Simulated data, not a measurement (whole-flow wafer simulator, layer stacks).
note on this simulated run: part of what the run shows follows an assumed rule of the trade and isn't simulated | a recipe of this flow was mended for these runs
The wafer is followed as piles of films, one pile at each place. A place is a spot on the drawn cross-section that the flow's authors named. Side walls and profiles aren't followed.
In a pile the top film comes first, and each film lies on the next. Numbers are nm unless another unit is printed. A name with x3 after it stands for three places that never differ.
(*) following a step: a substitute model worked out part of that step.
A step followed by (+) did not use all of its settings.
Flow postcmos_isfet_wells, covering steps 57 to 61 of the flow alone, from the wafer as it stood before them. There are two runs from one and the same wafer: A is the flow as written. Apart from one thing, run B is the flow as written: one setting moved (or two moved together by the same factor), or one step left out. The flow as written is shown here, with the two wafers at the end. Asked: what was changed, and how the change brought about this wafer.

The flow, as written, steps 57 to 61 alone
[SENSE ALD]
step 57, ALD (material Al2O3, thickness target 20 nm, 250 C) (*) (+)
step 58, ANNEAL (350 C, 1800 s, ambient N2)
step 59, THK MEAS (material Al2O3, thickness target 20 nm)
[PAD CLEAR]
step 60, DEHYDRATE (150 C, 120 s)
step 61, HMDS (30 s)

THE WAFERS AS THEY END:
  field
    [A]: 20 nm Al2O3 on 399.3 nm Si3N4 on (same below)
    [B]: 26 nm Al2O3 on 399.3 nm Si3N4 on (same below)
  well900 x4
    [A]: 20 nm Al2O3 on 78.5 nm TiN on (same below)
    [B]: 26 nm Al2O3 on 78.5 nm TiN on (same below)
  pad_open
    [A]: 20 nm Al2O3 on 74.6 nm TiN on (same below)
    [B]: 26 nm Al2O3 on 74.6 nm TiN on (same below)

The reason: step 57, ALD: thickness target 26 nm was run, whereas the flow has thickness target 20 nm.
The wafer lets one read it off: field has Al2O3 26, and step 57 as written asks for 20 nm.

Step by step, how the change led to this:
  step 57, ALD (material Al2O3, thickness target 20 nm, 250 C) (*) (+)
      field, margin x3, well900 x4, pad_open: A +20 Al2O3 (new film) | B +26 Al2O3 (new film)
